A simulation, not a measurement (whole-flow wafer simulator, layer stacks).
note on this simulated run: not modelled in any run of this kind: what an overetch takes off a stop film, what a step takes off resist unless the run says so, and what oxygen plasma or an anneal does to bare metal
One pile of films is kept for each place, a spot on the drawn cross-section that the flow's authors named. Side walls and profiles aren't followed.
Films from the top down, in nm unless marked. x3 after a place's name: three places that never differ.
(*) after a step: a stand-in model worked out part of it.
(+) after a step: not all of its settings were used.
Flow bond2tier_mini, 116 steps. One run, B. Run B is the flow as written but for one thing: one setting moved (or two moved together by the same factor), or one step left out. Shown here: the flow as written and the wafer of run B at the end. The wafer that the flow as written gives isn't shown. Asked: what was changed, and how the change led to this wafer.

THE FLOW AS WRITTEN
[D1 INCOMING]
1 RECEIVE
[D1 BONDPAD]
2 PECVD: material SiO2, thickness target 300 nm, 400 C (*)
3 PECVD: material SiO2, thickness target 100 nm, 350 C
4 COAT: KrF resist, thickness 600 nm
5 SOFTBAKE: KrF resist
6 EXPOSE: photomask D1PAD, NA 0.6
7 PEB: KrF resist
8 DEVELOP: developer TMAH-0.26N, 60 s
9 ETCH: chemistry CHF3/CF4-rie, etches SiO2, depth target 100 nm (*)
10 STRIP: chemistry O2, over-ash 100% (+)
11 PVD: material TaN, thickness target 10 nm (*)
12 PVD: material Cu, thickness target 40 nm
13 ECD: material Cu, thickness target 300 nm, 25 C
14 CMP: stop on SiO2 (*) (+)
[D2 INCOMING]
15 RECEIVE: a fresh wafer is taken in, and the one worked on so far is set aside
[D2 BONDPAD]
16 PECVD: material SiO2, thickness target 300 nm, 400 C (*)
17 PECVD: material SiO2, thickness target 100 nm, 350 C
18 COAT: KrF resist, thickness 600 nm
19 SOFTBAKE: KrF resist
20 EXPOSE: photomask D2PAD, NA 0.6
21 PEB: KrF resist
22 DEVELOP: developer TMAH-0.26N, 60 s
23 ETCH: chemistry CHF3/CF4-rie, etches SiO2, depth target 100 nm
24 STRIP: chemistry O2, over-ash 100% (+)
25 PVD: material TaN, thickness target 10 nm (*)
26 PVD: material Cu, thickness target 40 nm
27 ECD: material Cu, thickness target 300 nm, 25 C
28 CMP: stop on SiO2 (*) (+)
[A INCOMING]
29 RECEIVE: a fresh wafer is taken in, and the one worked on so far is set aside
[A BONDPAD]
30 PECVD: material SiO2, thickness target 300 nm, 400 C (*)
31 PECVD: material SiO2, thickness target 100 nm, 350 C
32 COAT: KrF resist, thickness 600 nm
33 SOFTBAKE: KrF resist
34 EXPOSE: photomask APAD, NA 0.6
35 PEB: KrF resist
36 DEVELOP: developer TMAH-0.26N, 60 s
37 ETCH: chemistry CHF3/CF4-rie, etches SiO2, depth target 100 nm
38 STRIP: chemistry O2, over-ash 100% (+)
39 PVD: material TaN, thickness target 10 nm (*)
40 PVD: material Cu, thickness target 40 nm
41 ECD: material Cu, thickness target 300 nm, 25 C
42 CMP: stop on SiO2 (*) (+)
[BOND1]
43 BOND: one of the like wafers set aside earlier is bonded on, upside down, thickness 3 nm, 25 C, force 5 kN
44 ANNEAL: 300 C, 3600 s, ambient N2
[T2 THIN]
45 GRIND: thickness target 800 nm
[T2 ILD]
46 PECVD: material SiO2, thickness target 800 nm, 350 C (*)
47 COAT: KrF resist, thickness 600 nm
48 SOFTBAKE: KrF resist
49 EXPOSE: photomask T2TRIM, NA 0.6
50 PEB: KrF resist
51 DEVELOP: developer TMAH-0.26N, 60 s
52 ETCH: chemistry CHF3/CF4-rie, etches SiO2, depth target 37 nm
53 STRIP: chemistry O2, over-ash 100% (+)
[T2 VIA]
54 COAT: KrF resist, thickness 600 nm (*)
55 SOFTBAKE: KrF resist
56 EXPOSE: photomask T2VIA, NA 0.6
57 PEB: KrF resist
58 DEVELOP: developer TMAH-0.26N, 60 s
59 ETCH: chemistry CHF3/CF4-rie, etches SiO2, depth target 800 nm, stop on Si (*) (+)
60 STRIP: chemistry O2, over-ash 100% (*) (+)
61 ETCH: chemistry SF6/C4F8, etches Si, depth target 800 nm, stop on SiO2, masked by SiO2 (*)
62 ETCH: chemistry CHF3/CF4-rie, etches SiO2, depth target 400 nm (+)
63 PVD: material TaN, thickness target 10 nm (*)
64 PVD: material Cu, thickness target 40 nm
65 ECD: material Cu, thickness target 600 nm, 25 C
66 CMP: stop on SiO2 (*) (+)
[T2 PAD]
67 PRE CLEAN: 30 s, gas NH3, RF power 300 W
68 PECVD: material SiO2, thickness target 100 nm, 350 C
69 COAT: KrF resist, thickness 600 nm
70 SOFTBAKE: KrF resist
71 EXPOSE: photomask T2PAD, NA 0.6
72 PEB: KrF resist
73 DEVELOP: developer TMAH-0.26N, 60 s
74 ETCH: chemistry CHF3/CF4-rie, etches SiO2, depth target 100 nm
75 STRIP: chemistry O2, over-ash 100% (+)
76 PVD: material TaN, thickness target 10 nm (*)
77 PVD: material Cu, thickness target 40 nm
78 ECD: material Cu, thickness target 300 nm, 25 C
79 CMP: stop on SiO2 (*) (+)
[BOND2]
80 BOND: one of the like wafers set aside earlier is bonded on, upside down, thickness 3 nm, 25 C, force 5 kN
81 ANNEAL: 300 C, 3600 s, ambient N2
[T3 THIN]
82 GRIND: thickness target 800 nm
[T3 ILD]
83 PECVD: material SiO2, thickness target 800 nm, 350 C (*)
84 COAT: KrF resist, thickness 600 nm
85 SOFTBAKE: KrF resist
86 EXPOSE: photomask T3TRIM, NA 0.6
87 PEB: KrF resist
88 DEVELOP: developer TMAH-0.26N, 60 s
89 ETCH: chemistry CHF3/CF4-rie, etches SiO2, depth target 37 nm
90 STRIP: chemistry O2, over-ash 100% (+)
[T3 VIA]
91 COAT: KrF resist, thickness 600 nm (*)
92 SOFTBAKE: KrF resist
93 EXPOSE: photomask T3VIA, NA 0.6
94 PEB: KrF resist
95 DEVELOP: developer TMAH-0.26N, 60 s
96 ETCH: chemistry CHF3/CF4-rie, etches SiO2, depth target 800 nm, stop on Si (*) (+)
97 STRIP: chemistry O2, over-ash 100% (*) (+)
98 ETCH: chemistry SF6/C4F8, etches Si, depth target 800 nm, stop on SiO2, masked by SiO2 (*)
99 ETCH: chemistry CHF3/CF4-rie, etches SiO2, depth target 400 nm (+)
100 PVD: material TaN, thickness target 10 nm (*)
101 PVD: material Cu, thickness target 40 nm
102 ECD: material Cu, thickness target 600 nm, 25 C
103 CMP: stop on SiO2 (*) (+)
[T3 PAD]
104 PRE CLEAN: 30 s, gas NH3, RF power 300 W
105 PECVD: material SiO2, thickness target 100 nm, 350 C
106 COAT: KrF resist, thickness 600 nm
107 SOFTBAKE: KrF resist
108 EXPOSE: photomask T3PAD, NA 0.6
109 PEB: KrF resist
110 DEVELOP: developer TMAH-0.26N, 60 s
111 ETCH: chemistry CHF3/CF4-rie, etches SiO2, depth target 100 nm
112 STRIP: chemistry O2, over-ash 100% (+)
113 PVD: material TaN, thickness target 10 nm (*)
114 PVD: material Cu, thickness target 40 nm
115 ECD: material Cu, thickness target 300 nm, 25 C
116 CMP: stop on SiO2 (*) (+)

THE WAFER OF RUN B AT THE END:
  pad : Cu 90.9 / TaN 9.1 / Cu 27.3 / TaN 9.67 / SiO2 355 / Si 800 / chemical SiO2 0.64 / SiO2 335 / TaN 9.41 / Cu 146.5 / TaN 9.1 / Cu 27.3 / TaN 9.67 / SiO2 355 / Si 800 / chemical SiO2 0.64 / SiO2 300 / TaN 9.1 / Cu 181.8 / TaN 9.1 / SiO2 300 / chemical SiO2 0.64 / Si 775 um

The cause: step 23, ETCH: depth target 65 nm was run, where the flow has depth target 100 nm.

How the change led to this, step by step:
  23 ETCH: chemistry CHF3/CF4-rie, etches SiO2, depth target 100 nm
      pad, via: SiO2 -65 (as written it would be: SiO2 -100)
      field: KrF resist -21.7 (as written it would be: KrF resist -33.3)
  24 STRIP: chemistry O2, over-ash 100% (+)
      field: KrF resist -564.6 (all of it) (as written it would be: KrF resist -552.9 (all of it))
  26 PVD: material Cu, thickness target 40 nm
      pad: Cu +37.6 (new film) (as written it would be: Cu +36.4 (new film))
  27 ECD: material Cu, thickness target 300 nm, 25 C
      pad: Cu +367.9 (as written it would be: Cu +404.5)
      via: Cu +365 (as written it would be: Cu +400.2)
  80 BOND: one of the like wafers set aside earlier is bonded on, upside down, thickness 3 nm, 25 C, force 5 kN
      pad: Si +775 um (new film), chemical SiO2 +0.64 (new film), SiO2 +335 (new film), TaN +9.41 (new film), Cu +55.6 (as written it would be: Si +775 um (new film), chemical SiO2 +0.64 (new film), SiO2 +300 (new film), TaN +9.1 (new film), Cu +90.9)
